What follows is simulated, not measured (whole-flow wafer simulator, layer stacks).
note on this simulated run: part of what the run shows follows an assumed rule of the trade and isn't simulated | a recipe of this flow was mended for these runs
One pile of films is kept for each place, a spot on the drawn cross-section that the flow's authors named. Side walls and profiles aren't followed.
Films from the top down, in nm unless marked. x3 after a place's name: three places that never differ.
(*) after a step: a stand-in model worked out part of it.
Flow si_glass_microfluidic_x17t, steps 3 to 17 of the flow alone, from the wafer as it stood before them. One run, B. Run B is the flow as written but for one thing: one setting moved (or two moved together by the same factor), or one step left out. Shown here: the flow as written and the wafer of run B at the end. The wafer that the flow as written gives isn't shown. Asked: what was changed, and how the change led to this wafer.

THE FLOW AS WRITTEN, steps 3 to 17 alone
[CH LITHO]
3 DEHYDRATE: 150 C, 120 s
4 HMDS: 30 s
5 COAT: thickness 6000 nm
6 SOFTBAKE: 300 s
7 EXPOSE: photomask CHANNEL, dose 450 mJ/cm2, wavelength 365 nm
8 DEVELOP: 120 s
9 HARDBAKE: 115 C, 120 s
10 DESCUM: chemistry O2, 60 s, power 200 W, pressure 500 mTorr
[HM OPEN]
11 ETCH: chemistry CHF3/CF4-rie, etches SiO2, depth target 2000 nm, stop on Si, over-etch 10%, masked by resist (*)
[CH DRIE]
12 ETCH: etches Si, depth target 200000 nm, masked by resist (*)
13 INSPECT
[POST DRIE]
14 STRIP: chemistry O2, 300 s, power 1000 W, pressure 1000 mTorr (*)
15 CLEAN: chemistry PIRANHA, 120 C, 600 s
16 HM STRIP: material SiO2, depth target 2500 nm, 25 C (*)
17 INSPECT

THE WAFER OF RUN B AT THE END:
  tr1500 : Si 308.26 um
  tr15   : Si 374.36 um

The cause: step 5, COAT: thickness 6720 nm was run, where the flow has thickness 6000 nm.

How the change led to this, step by step:
  5 COAT: thickness 6000 nm
      land, tr110, tr1500, tr15: thick-i-line-resist +6720 (new film) (as written it would be: thick-i-line-resist +6000 (new film))
  8 DEVELOP: 120 s
      tr110, tr1500, tr15: thick-i-line-resist -6720 (all of it) (as written it would be: thick-i-line-resist -6000 (all of it))
  9 HARDBAKE: 115 C, 120 s
      land: thick-i-line-resist -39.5 (as written it would be: thick-i-line-resist -33.5)
  12 ETCH: etches Si, depth target 200000 nm, masked by resist (*)
      tr1500: Si -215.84 um (as written it would be: Si -215.73 um)
      tr15: Si -149.74 um (as written it would be: Si -149.99 um)
  14 STRIP: chemistry O2, 300 s, power 1000 W, pressure 1000 mTorr (*)
      land: thick-i-line-resist -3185 (all of it) (as written it would be: thick-i-line-resist -2472.3 (all of it))
